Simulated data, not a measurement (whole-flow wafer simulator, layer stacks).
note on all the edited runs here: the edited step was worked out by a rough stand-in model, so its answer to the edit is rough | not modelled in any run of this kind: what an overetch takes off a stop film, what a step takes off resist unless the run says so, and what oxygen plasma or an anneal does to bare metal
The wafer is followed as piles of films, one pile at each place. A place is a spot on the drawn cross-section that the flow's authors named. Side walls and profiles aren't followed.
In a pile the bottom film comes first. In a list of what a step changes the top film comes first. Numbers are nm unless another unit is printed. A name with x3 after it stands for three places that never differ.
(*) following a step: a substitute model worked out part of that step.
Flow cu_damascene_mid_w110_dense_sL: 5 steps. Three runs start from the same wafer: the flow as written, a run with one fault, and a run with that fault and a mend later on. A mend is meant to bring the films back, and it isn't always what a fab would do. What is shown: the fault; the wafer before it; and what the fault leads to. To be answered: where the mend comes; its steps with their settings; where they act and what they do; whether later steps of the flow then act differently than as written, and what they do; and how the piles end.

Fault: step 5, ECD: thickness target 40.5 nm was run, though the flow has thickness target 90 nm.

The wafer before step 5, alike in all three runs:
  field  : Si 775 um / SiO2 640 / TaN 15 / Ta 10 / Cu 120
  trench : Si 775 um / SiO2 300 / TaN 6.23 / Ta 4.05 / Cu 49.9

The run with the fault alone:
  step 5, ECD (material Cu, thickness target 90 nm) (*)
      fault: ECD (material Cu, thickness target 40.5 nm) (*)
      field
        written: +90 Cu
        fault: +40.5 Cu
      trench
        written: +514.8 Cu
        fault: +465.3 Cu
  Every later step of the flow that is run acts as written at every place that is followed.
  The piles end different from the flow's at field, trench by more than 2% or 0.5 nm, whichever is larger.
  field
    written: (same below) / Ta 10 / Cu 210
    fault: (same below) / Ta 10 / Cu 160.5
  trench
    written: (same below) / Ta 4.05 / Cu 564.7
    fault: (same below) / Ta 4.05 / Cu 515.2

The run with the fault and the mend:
  The mend stands after step 5.
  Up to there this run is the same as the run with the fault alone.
  step 5a, ECD (material Cu, thickness target 49.5 nm) (the flow's step 5, run once more with other settings)
      field, trench
        +49.5 Cu
  Every later step of the flow that is run acts as written at every place that is followed.
  The piles end the same as the flow's at every place that both follow.
